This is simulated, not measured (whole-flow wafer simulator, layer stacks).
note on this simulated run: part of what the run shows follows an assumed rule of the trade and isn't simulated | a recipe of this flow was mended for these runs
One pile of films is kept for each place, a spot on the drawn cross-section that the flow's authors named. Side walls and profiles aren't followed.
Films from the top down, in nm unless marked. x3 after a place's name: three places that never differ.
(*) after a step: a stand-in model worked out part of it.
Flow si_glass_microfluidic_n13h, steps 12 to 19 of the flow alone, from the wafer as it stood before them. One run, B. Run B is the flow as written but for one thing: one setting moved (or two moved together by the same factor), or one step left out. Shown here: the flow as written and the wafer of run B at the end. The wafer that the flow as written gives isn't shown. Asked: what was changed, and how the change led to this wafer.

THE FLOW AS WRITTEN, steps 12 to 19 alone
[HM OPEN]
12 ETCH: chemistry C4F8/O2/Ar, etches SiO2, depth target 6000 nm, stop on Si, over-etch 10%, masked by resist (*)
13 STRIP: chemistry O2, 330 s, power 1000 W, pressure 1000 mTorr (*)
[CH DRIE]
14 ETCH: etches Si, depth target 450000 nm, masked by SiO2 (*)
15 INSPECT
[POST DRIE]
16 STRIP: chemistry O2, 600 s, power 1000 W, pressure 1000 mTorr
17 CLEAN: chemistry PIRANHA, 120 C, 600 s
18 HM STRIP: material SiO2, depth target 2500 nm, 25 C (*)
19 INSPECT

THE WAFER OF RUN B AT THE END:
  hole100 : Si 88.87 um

The cause: step 12, ETCH: over-etch 5.5% was run, where the flow has over-etch 10%.

How the change led to this, step by step:
  12 ETCH: chemistry C4F8/O2/Ar, etches SiO2, depth target 6000 nm, stop on Si, over-etch 10%, masked by resist (*)
      land: thick-i-line-resist -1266 (as written it would be: thick-i-line-resist -1320)
      hole100: SiO2 -6000 (all of it), Si -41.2 (as written it would be: SiO2 -6000 (all of it), Si -75)
